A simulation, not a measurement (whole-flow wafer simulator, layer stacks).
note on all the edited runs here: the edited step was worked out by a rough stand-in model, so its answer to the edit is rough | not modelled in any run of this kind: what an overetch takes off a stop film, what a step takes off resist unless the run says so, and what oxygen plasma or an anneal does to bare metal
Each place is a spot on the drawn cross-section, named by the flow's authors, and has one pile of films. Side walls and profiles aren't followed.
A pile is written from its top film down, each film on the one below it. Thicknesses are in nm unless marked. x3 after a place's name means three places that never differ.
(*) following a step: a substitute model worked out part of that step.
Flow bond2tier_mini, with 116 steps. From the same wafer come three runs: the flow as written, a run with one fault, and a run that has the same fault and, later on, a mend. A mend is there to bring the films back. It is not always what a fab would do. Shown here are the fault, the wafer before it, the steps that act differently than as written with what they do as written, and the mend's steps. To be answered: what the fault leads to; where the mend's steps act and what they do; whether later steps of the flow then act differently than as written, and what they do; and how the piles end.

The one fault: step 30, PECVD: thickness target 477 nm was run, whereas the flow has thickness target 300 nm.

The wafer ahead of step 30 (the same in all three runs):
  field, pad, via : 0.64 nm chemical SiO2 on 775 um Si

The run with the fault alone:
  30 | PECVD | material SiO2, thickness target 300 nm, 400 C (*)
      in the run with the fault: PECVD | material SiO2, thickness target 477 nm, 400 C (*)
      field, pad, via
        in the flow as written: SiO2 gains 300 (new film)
        in the run with the fault: SiO2 gains 477 (new film)
  Later steps of the flow that are run all act as written at every place that is followed.
  At field, pad, the piles at the end differ from the flow's by more than 2% or 0.5 nm, whichever is larger.
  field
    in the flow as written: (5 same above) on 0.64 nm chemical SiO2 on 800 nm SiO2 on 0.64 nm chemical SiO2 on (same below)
    in the run with the fault: (5 same above) on 0.64 nm chemical SiO2 on 977 nm SiO2 on 0.64 nm chemical SiO2 on (same below)
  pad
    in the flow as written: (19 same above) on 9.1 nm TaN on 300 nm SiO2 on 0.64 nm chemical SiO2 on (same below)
    in the run with the fault: (19 same above) on 9.1 nm TaN on 477 nm SiO2 on 0.64 nm chemical SiO2 on (same below)

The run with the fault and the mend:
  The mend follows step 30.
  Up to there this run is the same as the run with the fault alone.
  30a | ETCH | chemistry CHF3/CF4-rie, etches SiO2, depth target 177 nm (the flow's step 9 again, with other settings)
      field, pad, via
        SiO2 loses 177
  Later steps of the flow that are run all act as written at every place that is followed.
  At every place that both follow, the piles at the end match the flow's.
